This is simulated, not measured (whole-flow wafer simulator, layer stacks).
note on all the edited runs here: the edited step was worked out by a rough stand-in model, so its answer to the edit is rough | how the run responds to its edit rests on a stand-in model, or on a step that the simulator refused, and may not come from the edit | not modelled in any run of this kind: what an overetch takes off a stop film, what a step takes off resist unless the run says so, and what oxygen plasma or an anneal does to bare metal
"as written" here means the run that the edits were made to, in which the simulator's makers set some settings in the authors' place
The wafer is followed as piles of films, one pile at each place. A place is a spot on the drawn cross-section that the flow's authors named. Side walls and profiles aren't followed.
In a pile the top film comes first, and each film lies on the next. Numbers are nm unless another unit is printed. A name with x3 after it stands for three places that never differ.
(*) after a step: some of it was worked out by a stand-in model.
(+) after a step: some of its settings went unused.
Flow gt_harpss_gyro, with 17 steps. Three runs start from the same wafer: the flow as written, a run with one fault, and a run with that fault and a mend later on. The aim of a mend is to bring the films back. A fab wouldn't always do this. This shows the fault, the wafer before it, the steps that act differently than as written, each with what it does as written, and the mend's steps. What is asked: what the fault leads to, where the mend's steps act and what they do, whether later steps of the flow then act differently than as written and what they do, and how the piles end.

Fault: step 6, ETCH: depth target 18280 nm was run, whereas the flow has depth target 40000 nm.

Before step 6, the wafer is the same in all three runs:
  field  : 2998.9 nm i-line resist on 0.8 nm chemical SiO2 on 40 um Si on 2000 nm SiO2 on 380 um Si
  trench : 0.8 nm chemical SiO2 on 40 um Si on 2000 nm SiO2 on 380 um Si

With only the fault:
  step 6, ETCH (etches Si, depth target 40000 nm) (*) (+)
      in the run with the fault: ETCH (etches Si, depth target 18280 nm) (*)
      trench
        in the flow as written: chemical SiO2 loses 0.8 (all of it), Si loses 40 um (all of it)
        in the run with the fault: chemical SiO2 loses 0.8 (all of it), Si loses 18.28 um
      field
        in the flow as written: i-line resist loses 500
        in the run with the fault: i-line resist loses 228.5
  Steps later in the flow that act otherwise than as written (2 more steps, not shown, differ only slightly: by at most 2% or 0.5 nm, whichever is larger):
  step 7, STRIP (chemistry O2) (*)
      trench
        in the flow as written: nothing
        in the run with the fault: chemical SiO2 gains 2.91 (new film), Si loses 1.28
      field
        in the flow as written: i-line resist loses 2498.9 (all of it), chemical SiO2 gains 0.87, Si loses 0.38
        in the run with the fault: i-line resist loses 2770.4 (all of it), chemical SiO2 gains 0.9, Si loses 0.4
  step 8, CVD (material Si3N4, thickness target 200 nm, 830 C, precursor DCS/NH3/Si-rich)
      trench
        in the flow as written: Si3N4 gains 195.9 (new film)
        in the run with the fault: Si3N4 gains 200 (new film)
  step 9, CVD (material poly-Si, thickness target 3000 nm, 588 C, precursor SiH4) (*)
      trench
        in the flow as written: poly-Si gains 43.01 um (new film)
        in the run with the fault: poly-Si gains 21.28 um (new film)
  At trench, the piles at the end differ from the flow's by more than 2% or 0.5 nm, whichever is larger.
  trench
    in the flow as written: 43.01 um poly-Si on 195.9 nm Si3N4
    in the run with the fault: 21.28 um poly-Si on 200 nm Si3N4 on 2.91 nm chemical SiO2 on 21.72 um Si

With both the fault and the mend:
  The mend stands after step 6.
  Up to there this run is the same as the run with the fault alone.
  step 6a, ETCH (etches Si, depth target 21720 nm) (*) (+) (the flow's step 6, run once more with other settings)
      field
        i-line resist loses 271.5
      trench
        Si loses 21.72 um (all of it)
  None of the later steps of the flow acts differently than as written at any place that is followed.
  The piles end the same as the flow's at every place that both follow.
